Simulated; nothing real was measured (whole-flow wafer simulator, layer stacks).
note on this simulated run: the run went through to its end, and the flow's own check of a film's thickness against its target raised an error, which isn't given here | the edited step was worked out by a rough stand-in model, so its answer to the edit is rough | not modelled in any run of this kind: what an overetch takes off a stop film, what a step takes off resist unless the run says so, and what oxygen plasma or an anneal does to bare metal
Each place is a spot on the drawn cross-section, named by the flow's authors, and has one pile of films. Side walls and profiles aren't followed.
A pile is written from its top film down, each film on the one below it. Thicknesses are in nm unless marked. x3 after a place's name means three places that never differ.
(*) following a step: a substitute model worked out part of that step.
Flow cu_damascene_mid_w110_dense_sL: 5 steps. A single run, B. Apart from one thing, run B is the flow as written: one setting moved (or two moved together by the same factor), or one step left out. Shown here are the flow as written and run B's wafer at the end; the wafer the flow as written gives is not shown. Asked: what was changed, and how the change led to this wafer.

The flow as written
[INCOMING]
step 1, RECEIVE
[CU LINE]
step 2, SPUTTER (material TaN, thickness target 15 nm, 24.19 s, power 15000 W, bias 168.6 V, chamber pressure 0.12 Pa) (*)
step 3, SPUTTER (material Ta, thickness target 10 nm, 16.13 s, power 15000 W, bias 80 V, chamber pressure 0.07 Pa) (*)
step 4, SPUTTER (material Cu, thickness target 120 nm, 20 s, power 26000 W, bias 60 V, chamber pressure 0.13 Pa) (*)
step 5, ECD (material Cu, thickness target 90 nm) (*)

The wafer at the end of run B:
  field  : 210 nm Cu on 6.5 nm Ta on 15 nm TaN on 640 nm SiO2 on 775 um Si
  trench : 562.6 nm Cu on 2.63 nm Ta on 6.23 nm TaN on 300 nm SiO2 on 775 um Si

The reason: step 3, SPUTTER: thickness target 6.5 nm was run, whereas the flow has thickness target 10 nm; step 3, SPUTTER: 10.48 s was run, where the flow has 16.13 s.
The wafer lets one read it off: field has Ta 6.5, and step 3 as written asks for 10 nm.

The path from the change to this, step by step:
  step 3, SPUTTER (material Ta, thickness target 10 nm, 16.13 s, power 15000 W, bias 80 V, chamber pressure 0.07 Pa) (*)
      field: Ta gains 6.5 (new film) (in the flow as written it would be: Ta gains 10 (new film))
      trench: Ta gains 2.63 (new film) (in the flow as written it would be: Ta gains 4.05 (new film))
